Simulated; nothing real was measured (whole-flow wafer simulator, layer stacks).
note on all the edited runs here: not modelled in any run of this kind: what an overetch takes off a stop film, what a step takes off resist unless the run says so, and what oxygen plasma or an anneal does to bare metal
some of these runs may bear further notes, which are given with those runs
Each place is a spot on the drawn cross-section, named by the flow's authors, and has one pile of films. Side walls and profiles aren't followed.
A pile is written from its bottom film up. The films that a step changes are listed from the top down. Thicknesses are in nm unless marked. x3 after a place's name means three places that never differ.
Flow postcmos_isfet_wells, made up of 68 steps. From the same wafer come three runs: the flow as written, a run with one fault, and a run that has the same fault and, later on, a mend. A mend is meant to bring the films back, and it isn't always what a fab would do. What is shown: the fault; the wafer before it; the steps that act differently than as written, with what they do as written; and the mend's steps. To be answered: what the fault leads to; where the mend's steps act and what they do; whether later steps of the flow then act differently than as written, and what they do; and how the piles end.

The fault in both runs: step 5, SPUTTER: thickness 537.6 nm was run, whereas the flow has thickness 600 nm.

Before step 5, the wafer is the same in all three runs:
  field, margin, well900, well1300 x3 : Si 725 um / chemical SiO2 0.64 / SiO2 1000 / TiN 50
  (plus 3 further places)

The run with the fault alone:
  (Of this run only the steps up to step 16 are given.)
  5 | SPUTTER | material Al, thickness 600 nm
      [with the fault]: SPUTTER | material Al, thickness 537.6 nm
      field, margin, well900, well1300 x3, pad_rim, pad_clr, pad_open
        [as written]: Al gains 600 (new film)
        [with the fault]: Al gains 537.6 (new film)
  Every later step of the flow up to step 16 that is run acts as written at every place that is followed.
  Once step 16 is done, the piles at field, margin, well900, well1300 x3, pad_rim, pad_clr, pad_open depart from the flow's by more than 2% or 0.5 nm, whichever is larger.
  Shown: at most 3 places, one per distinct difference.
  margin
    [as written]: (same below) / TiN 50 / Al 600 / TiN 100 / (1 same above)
    [with the fault]: (same below) / TiN 50 / Al 537.6 / TiN 100 / (1 same above)
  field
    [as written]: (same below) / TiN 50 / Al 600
    [with the fault]: (same below) / TiN 50 / Al 537.6

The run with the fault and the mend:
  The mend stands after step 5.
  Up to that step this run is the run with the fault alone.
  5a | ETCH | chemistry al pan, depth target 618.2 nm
      field, margin, well900, well1300 x3, pad_rim, pad_clr, pad_open
        Al loses 537.6 (all of it)
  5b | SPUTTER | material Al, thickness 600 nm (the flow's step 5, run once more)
      field, margin, well900, well1300 x3, pad_rim, pad_clr, pad_open
        Al gains 600 (new film)
  Every later step of the flow that is run acts as written at every place that is followed.
  At every place that both follow, the piles at the end match the flow's.
